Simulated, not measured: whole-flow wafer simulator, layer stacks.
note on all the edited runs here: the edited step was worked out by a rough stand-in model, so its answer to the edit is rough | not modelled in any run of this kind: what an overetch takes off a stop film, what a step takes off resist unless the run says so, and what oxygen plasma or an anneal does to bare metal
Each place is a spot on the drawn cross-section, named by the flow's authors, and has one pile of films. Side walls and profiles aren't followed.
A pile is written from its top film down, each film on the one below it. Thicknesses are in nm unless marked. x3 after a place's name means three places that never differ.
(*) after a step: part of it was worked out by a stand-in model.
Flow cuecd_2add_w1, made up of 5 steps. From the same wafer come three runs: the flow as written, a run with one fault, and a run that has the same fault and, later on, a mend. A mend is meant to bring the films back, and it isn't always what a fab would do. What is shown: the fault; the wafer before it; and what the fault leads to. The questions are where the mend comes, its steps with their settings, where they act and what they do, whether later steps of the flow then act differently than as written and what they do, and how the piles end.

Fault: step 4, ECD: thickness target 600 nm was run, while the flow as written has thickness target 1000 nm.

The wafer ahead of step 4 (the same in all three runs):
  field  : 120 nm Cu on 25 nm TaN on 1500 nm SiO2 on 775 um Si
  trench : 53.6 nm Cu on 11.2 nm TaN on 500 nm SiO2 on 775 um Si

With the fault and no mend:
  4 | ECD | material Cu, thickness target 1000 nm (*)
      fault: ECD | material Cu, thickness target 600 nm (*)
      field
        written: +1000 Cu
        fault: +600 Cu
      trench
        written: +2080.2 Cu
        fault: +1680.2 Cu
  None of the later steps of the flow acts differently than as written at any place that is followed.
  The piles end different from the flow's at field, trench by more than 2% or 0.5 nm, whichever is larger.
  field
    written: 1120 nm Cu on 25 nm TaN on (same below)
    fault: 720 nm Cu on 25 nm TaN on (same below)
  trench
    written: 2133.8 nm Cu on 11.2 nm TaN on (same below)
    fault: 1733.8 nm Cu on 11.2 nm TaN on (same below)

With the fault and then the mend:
  The mend follows step 5.
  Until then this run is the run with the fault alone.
  5a | ECD | material Cu, thickness target 400 nm (the flow's step 4, run once more with other settings)
      field, trench
        +400 Cu
  None of the later steps of the flow acts differently than as written at any place that is followed.
  By the end, the piles equal the flow's at every place that both follow.
